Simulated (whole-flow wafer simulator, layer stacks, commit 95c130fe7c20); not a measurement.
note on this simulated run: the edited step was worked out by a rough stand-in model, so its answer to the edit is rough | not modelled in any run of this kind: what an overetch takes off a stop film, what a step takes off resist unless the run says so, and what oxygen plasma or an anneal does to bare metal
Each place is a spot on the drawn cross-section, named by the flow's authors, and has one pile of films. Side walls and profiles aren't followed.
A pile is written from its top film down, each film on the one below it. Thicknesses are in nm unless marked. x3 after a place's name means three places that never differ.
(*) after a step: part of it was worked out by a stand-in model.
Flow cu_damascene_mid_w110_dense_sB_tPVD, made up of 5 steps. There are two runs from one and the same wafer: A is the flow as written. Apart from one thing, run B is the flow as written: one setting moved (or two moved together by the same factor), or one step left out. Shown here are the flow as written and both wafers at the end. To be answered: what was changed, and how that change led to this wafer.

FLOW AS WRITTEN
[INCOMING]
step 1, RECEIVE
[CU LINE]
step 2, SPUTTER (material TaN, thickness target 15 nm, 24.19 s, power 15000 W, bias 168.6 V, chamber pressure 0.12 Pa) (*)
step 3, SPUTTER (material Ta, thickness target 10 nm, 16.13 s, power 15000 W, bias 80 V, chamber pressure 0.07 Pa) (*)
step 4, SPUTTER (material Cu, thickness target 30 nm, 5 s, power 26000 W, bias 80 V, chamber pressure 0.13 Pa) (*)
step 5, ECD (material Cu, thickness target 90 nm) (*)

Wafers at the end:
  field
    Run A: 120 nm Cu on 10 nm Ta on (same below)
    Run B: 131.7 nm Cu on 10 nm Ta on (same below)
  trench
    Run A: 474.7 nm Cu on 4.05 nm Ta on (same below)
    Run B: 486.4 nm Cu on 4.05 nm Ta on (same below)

What caused this: step 5, ECD: thickness target 101.7 nm was run, though the flow has thickness target 90 nm.

Step by step, how the change led to this:
  step 5, ECD (material Cu, thickness target 90 nm) (*)
      field: A Cu gains 90 | B Cu gains 101.7
      trench: A Cu gains 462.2 | B Cu gains 473.9
